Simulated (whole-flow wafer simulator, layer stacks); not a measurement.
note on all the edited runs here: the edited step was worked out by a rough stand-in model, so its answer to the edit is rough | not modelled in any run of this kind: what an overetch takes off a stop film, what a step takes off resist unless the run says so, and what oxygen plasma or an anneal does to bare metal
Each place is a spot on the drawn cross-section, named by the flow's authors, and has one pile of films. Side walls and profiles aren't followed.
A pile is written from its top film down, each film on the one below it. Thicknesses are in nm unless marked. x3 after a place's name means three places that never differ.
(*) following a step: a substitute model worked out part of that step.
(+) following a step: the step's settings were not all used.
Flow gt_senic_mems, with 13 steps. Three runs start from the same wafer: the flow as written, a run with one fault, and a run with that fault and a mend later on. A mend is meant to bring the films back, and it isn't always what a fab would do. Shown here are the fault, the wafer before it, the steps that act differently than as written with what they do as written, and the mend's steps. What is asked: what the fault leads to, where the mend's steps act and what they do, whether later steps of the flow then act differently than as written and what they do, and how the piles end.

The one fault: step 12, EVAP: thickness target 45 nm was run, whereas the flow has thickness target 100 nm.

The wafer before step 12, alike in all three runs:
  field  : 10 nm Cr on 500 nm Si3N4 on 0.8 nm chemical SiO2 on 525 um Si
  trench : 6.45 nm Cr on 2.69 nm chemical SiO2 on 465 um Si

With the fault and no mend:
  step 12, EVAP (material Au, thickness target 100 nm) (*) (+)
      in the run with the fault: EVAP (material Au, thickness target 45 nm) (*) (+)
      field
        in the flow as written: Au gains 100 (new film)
        in the run with the fault: Au gains 45 (new film)
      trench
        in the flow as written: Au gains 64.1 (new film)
        in the run with the fault: Au gains 29 (new film)
  Later steps of the flow that are run all act as written at every place that is followed.
  By the end, the piles at field, trench depart from the flow's by more than 2% or 0.5 nm, whichever is larger.
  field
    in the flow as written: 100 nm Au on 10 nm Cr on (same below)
    in the run with the fault: 45 nm Au on 10 nm Cr on (same below)
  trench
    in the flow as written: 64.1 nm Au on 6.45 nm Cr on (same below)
    in the run with the fault: 29 nm Au on 6.45 nm Cr on (same below)

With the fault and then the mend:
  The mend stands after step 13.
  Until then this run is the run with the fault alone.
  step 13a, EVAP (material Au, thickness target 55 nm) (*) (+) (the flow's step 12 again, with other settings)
      field
        Au gains 55
      trench
        Au gains 35.4
  Later steps of the flow that are run all act as written at every place that is followed.
  When the end is reached, the piles differ only a little from the flow's at the places that both follow, at most by 2% or 0.5 nm, whichever is larger.
